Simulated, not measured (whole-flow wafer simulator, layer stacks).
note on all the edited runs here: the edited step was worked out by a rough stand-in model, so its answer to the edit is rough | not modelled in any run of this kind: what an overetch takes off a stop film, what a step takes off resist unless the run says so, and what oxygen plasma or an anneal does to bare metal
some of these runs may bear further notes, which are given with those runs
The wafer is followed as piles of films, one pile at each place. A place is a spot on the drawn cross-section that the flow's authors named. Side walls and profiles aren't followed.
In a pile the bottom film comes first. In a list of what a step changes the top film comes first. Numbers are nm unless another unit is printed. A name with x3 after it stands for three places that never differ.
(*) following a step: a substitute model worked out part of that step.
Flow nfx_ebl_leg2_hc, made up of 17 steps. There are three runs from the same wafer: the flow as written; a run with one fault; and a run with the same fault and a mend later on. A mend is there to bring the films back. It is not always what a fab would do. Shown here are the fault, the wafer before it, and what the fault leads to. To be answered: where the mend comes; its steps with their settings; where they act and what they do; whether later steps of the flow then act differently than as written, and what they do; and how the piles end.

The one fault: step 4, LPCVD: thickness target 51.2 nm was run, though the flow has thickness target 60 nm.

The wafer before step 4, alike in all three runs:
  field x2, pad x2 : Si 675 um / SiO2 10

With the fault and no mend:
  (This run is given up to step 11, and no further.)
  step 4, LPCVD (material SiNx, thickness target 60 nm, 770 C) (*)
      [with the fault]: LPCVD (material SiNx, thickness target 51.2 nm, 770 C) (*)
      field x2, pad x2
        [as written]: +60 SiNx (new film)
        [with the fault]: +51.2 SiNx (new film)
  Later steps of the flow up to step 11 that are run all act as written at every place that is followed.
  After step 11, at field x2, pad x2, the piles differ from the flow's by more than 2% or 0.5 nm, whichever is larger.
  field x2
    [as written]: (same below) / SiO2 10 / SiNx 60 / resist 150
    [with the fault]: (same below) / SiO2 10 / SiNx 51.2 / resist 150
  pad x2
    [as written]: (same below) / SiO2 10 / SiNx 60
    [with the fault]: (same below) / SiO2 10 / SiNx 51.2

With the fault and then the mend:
  The mend follows step 5.
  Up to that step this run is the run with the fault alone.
  step 5a, LPCVD (material SiNx, thickness target 8.8 nm, 770 C) (*) (a further turn of the flow's step 4, with different settings)
      field x2, pad x2
        +8.8 SiNx
  Later steps of the flow that are run all act as written at every place that is followed.
  The piles end the same as the flow's at every place that both follow.
